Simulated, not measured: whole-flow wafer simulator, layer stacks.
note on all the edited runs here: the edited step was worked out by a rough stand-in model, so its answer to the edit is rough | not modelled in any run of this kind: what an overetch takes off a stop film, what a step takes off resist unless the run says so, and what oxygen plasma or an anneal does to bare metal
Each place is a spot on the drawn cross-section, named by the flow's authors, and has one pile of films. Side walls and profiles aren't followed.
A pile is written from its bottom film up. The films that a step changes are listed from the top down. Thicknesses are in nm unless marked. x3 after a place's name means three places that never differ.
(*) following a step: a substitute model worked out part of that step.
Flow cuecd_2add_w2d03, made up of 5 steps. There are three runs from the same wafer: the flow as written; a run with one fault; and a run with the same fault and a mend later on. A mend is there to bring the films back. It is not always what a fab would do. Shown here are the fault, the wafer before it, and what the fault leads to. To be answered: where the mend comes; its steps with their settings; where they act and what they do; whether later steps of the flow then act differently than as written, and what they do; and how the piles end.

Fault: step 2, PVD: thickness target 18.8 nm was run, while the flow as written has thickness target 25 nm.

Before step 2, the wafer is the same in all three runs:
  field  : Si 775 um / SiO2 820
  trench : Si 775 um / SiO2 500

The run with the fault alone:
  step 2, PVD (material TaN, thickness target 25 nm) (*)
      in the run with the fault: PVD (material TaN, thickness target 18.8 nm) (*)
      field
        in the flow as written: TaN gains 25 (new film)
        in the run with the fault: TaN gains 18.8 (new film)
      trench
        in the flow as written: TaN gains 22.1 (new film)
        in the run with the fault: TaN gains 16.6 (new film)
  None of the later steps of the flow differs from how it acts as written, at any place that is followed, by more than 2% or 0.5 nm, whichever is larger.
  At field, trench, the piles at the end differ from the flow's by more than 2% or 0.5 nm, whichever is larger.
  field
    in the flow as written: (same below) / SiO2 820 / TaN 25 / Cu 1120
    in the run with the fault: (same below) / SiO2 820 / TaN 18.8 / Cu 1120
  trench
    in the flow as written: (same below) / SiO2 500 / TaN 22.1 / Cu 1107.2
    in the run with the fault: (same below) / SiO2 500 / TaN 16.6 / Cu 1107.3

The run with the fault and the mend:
  After step 2 comes the mend.
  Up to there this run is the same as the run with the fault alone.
  step 2a, PVD (material TaN, thickness target 6.2 nm) (*) (a further turn of the flow's step 2, with different settings)
      field
        TaN gains 6.2
      trench
        TaN gains 5.47
  None of the later steps of the flow acts differently than as written at any place that is followed.
  At every place that both follow, the piles at the end match the flow's.
